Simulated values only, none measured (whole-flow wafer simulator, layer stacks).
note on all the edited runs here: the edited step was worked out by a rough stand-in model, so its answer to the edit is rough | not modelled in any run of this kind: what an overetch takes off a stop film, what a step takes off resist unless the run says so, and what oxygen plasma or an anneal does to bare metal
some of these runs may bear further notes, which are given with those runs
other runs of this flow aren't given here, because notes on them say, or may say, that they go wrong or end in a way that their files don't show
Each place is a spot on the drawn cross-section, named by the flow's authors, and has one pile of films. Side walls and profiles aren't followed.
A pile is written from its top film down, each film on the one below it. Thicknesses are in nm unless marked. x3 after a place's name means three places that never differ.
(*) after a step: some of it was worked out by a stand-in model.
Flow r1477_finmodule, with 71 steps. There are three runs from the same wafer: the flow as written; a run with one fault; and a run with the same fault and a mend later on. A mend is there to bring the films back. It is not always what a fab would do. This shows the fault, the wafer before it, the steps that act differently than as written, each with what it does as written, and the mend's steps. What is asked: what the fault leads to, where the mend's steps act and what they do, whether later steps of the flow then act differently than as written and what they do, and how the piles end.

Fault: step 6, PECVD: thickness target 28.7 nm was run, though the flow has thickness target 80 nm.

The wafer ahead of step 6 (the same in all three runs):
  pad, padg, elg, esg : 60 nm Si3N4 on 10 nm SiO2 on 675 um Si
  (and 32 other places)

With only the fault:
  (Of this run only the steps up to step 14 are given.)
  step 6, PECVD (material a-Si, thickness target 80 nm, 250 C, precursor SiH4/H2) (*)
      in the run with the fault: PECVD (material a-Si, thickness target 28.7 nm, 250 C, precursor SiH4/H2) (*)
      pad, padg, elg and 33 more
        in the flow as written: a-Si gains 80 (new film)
        in the run with the fault: a-Si gains 28.7 (new film)
  Every later step of the flow up to step 14 that is run acts as written at every place that is followed.
  Once step 14 is done, the piles at pad, padg, elg and 33 more depart from the flow's by more than 2% or 0.5 nm, whichever is larger.
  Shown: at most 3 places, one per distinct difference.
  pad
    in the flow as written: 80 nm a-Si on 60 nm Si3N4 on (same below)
    in the run with the fault: 28.7 nm a-Si on 60 nm Si3N4 on (same below)
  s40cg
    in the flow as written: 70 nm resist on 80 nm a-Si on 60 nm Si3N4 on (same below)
    in the run with the fault: 70 nm resist on 28.7 nm a-Si on 60 nm Si3N4 on (same below)

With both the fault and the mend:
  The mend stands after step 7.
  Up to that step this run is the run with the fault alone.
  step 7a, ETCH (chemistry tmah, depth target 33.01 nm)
      pad, padg, elg and 33 more
        a-Si loses 28.7 (all of it)
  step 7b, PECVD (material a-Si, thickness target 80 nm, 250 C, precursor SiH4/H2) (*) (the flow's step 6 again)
      pad, padg, elg and 33 more
        a-Si gains 80 (new film)
  Every later step of the flow that is run acts as written at every place that is followed.
  The piles end the same as the flow's at every place that both follow.
